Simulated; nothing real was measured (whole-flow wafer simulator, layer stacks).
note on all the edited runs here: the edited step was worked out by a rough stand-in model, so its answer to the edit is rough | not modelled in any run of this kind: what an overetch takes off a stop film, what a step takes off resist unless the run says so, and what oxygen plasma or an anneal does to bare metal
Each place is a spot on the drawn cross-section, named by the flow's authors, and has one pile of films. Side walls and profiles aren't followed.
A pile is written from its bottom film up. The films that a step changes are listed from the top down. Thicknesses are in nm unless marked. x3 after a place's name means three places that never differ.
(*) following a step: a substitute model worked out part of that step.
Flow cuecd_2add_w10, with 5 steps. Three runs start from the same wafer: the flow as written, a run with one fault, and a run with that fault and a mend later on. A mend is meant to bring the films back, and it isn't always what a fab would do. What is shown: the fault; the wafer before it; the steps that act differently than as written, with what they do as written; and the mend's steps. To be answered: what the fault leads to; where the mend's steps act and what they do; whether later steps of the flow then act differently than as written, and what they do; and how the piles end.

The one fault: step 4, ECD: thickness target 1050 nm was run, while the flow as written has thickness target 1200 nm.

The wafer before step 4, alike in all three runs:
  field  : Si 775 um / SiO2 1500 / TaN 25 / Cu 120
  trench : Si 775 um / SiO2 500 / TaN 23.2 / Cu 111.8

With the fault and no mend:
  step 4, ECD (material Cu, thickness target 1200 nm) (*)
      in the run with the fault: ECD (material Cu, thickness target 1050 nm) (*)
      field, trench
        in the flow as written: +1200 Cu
        in the run with the fault: +1050 Cu
  Later steps of the flow that are run all act as written at every place that is followed.
  By the end, the piles at field, trench depart from the flow's by more than 2% or 0.5 nm, whichever is larger.
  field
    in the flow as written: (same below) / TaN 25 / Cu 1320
    in the run with the fault: (same below) / TaN 25 / Cu 1170
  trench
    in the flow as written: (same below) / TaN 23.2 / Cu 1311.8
    in the run with the fault: (same below) / TaN 23.2 / Cu 1161.8

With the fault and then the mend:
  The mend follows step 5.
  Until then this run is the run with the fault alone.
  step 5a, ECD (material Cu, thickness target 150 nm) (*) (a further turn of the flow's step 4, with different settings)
      field, trench
        +150 Cu
  Later steps of the flow that are run all act as written at every place that is followed.
  At every place that both follow, the piles at the end match the flow's.
